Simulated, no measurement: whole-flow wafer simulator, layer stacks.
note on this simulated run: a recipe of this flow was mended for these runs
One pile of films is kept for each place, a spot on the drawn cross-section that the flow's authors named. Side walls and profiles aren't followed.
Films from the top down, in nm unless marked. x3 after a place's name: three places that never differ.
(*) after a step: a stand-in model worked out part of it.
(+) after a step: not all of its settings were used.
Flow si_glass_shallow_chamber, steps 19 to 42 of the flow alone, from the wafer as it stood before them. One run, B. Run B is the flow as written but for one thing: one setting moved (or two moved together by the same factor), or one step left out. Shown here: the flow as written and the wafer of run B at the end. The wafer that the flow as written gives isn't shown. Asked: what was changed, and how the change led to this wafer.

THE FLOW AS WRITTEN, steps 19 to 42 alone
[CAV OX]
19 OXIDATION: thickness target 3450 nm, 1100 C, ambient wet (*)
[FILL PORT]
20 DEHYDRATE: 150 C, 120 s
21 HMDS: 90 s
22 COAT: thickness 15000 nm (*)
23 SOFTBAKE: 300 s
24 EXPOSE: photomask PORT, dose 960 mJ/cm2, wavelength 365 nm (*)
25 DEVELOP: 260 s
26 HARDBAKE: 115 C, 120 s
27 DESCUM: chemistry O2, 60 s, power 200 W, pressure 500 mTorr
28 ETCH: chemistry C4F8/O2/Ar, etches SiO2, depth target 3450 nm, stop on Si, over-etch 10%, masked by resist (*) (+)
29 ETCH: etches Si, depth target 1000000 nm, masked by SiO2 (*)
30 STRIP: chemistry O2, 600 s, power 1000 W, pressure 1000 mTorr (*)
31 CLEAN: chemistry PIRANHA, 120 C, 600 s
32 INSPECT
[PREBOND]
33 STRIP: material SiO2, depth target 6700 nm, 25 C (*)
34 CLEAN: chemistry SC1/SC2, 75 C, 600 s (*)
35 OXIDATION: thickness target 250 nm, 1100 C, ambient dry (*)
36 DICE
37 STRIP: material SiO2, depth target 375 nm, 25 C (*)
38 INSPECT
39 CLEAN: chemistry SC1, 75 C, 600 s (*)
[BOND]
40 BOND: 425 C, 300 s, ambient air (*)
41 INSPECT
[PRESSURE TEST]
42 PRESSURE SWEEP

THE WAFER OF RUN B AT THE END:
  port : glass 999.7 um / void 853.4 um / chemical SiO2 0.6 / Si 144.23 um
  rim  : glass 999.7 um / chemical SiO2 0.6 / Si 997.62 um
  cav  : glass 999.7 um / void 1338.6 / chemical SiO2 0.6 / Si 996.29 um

The cause: step 19, OXIDATION: thickness target 5002 nm was run, where the flow has thickness target 3450 nm.

How the change led to this, step by step:
  19 OXIDATION: thickness target 3450 nm, 1100 C, ambient wet (*)
      rim, ramp, septum, ring: SiO2 +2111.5, Si -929 (as written it would be: SiO2 +1110.9, Si -488.8)
      cav, port: SiO2 +5002 (new film), chemical SiO2 -0.6 (all of it), Si -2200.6 (as written it would be: SiO2 +3450 (new film), chemical SiO2 -0.6 (all of it), Si -1517.7)
  22 COAT: thickness 15000 nm (*)
      rim: thick-i-line-resist +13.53 um (new film) (as written it would be: thick-i-line-resist +13.4 um (new film))
      ramp: thick-i-line-resist +13.06 um (new film) (as written it would be: thick-i-line-resist +12.89 um (new film))
      (and at 4 more places)
  23 SOFTBAKE: 300 s
      rim: thick-i-line-resist -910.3 (as written it would be: thick-i-line-resist -997)
      ramp: thick-i-line-resist -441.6 (as written it would be: thick-i-line-resist -487.1)
      (and at 4 more places)
  25 DEVELOP: 260 s
      port: thick-i-line-resist -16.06 um (all of it) (as written it would be: thick-i-line-resist -16.16 um (all of it))
  26 HARDBAKE: 115 C, 120 s
      rim, ramp: thick-i-line-resist -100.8 (as written it would be: thick-i-line-resist -98.2)
  28 ETCH: chemistry C4F8/O2/Ar, etches SiO2, depth target 3450 nm, stop on Si, over-etch 10%, masked by resist (*) (+)
      port: SiO2 -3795 (as written it would be: SiO2 -3450 (all of it), Si -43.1)
  29 ETCH: etches Si, depth target 1000000 nm, masked by SiO2 (*)
      port: SiO2 -1207 (all of it), Si -852.06 um (as written it would be: hole +997.05 um (new film), Si -997.05 um (all of it))
      rim, ramp: thick-i-line-resist -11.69 um (all of it), SiO2 -1504.7 (as written it would be: thick-i-line-resist -11.47 um (all of it), SiO2 -1617.3)
      (and at 2 more places)
  30 STRIP: chemistry O2, 600 s, power 1000 W, pressure 1000 mTorr (*)
      port: chemical SiO2 +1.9 (new film), Si -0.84 (as written it would be: nothing)
      cav: thick-i-line-resist -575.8 (all of it) (as written it would be: thick-i-line-resist -669.6 (all of it))
  33 STRIP: material SiO2, depth target 6700 nm, 25 C (*)
      port: chemical SiO2 -1.9 (all of it) (as written it would be: nothing)
      rim, ramp: SiO2 -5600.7 (all of it) (as written it would be: SiO2 -4487.5 (all of it))
      (and at 3 more places)
  34 CLEAN: chemistry SC1/SC2, 75 C, 600 s (*)
      port: chemical SiO2 +0.6 (new film), Si -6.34 (as written it would be: nothing)
  35 OXIDATION: thickness target 250 nm, 1100 C, ambient dry (*)
      port: SiO2 +250 (new film), chemical SiO2 -0.6 (all of it), Si -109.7 (as written it would be: nothing)
  37 STRIP: material SiO2, depth target 375 nm, 25 C (*)
      port: SiO2 -250 (all of it) (as written it would be: nothing)
  39 CLEAN: chemistry SC1, 75 C, 600 s (*)
      port: chemical SiO2 +0.6 (new film), Si -6.34 (as written it would be: nothing)
  40 BOND: 425 C, 300 s, ambient air (*)
      port: glass +999.7 um (new film), void +853.4 um (new film) (as written it would be: glass +999.7 um (new film), hole +1017.3)
      cav: glass +999.7 um (new film), void +1338.6 (new film) (as written it would be: glass +999.7 um (new film), void +1095.9 (new film))
